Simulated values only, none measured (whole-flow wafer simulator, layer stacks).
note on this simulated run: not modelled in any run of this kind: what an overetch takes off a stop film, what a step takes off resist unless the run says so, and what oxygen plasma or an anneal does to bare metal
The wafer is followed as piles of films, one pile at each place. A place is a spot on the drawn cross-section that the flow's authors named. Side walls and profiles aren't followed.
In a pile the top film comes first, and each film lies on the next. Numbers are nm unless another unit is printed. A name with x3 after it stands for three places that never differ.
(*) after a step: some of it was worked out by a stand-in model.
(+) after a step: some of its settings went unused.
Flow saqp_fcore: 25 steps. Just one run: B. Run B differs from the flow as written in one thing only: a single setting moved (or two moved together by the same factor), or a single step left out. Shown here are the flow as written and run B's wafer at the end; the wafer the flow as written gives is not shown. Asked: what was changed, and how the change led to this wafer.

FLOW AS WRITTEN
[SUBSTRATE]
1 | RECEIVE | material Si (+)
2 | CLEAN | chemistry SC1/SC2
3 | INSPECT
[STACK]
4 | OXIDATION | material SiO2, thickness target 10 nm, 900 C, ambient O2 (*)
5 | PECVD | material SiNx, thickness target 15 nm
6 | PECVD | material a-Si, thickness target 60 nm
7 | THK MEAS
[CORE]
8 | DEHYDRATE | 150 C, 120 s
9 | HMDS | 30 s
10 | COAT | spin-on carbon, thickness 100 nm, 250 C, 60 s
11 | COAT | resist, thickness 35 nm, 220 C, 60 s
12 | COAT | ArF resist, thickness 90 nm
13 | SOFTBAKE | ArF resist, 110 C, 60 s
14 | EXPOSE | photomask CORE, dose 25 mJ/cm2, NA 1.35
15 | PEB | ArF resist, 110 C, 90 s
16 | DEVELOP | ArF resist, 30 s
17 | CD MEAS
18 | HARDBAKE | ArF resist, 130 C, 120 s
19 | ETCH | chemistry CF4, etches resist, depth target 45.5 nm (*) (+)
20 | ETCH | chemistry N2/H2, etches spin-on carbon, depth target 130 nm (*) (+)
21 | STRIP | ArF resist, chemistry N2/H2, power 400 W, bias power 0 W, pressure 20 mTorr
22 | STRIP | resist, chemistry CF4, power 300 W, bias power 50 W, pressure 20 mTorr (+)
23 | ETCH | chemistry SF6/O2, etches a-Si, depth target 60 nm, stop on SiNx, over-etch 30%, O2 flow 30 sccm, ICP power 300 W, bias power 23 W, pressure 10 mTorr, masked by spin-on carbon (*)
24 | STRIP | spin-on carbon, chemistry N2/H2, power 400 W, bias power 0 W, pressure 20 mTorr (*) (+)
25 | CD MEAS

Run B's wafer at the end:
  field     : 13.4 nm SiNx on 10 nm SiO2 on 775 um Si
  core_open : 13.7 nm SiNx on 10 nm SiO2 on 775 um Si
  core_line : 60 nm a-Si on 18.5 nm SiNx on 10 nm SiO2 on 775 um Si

Cause: step 5, PECVD: thickness target 18.5 nm was run, though the flow has thickness target 15 nm.
The wafer itself shows it: core_line has SiNx 18.5, and step 5 as written asks for 15 nm.

Step by step, how the change led to this:
  5 | PECVD | material SiNx, thickness target 15 nm
      field, core_open, core_line: SiNx gains 18.5 (new film) (in the flow as written it would be: SiNx gains 15 (new film))
